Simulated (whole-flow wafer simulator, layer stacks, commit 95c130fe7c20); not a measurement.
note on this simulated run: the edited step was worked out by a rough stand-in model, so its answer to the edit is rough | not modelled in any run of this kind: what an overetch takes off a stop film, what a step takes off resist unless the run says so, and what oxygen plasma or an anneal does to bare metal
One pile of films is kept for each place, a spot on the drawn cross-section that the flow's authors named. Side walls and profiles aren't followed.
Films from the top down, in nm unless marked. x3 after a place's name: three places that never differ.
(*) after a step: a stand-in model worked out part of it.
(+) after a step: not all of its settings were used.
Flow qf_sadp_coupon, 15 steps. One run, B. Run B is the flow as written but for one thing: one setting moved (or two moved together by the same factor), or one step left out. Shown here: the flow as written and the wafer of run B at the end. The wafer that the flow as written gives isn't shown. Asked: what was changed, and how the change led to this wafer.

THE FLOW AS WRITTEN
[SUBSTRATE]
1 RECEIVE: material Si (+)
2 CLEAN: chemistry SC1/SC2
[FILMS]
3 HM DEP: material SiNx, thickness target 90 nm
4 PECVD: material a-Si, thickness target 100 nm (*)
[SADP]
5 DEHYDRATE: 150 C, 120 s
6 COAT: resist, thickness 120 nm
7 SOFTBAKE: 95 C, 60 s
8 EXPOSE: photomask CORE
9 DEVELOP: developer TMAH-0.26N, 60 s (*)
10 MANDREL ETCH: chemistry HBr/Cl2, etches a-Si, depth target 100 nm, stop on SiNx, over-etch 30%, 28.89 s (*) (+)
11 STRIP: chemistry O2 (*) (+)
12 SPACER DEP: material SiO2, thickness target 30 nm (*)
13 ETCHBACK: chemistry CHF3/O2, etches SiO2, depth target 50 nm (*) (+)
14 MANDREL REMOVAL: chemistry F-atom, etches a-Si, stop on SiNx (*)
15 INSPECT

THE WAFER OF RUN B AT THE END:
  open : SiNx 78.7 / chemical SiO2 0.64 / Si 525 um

The cause: step 13, ETCHBACK: depth target 37.4 nm was run, where the flow has depth target 50 nm.

How the change led to this, step by step:
  13 ETCHBACK: chemistry CHF3/O2, etches SiO2, depth target 50 nm (*) (+)
      m: SiO2 -30 (all of it), chemical SiO2 -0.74 (all of it), a-Si -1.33 (as written it would be: SiO2 -30 (all of it), chemical SiO2 -0.74 (all of it), a-Si -3.85)
      open: SiO2 -30 (all of it), SiNx -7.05 (as written it would be: SiO2 -30 (all of it), SiNx -19)
  14 MANDREL REMOVAL: chemistry F-atom, etches a-Si, stop on SiNx (*)
      m: a-Si -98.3 (all of it) (as written it would be: a-Si -95.8 (all of it))
